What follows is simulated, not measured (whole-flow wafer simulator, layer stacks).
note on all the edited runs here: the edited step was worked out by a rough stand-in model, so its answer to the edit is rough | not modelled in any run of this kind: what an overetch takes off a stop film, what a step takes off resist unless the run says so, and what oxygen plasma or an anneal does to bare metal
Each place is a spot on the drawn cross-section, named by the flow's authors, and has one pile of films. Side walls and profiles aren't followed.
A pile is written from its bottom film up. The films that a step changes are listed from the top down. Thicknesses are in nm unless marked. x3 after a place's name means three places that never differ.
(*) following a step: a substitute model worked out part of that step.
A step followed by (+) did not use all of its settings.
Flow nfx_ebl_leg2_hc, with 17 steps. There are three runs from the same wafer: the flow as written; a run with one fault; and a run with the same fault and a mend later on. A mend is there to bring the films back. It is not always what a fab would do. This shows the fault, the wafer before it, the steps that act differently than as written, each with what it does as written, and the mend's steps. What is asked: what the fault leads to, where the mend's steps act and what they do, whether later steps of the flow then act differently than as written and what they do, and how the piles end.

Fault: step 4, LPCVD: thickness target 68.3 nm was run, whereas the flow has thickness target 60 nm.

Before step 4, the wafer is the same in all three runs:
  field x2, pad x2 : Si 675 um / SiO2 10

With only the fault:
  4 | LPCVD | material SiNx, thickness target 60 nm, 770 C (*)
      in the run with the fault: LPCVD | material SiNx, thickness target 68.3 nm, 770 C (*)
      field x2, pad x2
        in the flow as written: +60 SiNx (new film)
        in the run with the fault: +68.3 SiNx (new film)
  Steps further on in the flow that do not act as written:
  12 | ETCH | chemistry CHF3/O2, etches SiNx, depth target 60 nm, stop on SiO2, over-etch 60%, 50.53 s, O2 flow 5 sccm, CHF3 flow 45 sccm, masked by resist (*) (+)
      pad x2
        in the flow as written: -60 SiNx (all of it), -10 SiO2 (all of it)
        in the run with the fault: -68.3 SiNx (all of it), -10 SiO2 (all of it)
  The piles end different from the flow's at field x2 by more than 2% or 0.5 nm, whichever is larger.
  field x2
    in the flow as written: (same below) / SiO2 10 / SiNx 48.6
    in the run with the fault: (same below) / SiO2 10 / SiNx 56.9

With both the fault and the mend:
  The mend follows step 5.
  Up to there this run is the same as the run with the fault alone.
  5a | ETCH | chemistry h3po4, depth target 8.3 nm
      field x2, pad x2
        -8.3 SiNx
  Every later step of the flow that is run acts as written at every place that is followed.
  The piles end the same as the flow's at every place that both follow.
